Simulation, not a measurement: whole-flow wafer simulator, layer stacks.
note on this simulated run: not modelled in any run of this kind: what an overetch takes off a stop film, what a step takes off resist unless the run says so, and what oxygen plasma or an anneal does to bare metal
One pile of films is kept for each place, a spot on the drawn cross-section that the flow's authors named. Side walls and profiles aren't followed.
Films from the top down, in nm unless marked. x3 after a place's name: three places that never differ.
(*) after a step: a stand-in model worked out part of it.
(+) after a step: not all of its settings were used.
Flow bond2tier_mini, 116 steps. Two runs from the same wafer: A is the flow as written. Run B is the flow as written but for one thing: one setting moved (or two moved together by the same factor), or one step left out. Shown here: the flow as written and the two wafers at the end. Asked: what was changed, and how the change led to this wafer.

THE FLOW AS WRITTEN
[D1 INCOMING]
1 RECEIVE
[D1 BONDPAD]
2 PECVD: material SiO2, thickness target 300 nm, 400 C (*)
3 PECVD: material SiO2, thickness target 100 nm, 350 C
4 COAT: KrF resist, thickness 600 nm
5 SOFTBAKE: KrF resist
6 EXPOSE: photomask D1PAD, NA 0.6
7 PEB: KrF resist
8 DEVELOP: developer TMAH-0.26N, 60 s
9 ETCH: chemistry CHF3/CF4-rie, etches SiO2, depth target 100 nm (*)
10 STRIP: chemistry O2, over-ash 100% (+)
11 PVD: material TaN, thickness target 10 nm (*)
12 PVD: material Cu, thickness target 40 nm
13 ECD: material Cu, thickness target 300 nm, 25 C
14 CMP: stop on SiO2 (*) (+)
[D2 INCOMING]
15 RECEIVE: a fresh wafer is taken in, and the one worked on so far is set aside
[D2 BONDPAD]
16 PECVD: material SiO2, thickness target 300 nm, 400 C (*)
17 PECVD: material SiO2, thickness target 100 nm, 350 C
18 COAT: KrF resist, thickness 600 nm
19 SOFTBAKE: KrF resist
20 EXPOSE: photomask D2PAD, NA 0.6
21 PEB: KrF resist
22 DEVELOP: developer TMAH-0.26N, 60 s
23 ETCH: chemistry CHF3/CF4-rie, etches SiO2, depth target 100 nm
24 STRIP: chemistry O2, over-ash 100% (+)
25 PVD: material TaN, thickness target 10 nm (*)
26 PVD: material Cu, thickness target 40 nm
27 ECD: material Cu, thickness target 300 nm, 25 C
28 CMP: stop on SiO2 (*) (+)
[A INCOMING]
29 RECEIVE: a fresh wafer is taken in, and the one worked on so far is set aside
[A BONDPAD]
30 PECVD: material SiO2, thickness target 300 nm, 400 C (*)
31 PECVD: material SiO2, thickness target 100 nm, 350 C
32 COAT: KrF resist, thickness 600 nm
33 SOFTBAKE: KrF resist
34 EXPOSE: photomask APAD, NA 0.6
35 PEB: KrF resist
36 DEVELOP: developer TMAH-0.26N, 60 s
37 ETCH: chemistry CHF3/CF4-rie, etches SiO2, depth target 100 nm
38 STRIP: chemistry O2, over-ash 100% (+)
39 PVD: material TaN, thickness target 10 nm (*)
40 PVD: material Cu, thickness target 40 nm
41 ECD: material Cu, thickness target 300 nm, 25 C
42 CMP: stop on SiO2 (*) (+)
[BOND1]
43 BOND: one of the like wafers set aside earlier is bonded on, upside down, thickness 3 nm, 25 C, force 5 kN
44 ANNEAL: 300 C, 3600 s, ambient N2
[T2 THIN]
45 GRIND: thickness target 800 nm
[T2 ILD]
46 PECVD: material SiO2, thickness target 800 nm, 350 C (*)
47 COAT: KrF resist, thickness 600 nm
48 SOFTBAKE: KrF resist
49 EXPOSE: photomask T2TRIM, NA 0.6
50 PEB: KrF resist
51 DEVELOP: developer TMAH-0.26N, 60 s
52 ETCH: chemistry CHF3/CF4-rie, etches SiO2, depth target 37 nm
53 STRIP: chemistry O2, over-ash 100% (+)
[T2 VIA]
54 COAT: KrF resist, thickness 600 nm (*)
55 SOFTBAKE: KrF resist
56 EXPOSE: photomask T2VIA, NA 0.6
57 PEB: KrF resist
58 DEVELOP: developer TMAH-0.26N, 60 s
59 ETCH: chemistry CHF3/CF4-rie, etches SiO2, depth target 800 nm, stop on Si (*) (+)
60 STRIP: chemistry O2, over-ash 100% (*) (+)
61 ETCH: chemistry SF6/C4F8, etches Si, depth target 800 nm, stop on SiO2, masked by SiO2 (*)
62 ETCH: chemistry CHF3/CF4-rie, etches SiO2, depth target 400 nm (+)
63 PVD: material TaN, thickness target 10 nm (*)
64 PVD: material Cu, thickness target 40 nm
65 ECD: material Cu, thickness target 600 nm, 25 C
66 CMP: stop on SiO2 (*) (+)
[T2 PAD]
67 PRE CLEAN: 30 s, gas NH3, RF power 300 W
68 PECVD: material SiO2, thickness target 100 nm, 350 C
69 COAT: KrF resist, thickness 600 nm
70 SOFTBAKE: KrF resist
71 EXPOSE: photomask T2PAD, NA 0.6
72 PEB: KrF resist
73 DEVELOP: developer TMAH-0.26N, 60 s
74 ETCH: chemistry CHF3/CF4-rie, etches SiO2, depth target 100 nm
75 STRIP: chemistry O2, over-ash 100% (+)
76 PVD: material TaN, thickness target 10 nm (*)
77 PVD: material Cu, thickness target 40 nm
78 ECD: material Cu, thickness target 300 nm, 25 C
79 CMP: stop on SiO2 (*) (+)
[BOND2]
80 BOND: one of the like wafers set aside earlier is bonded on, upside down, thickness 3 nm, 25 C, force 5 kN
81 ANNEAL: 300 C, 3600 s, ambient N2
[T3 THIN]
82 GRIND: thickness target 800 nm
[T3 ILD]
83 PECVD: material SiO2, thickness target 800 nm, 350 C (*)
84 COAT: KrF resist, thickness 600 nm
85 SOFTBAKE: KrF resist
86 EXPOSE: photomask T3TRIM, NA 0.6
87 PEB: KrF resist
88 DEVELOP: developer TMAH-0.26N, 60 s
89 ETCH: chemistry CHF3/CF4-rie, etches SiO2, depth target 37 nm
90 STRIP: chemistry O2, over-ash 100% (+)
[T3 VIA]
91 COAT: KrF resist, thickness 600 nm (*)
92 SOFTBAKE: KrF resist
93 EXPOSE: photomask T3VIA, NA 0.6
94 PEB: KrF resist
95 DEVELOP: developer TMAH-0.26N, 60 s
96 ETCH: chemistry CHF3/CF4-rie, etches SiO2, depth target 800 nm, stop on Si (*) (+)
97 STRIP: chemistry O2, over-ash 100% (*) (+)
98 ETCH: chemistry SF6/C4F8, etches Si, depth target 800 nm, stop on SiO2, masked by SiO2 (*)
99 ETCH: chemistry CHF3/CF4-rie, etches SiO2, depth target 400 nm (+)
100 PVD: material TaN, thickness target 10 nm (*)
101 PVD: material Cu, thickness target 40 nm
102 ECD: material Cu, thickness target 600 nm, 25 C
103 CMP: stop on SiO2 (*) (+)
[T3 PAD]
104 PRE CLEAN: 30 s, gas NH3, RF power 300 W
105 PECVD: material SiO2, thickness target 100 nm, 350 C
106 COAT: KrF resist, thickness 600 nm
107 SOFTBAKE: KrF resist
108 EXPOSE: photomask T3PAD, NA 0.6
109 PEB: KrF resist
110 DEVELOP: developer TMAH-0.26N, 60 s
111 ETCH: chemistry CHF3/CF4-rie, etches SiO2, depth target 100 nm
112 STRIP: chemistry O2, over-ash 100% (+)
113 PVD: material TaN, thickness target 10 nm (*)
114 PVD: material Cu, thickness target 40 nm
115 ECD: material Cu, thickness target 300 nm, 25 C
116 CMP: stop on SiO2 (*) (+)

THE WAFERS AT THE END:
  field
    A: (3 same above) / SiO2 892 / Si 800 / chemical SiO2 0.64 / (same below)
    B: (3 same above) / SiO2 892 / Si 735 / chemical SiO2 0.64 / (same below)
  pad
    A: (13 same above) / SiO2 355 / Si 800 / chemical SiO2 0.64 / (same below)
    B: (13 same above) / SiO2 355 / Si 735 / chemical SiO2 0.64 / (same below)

The cause: step 45, GRIND: thickness target 735 nm was run, where the flow has thickness target 800 nm.
It can be read off the wafer: field has Si 735, and step 45 as written asks for 800 nm.

How the change led to this, step by step:
  45 GRIND: thickness target 800 nm
      field, pad, via: A Si -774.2 um | B Si -774.26 um
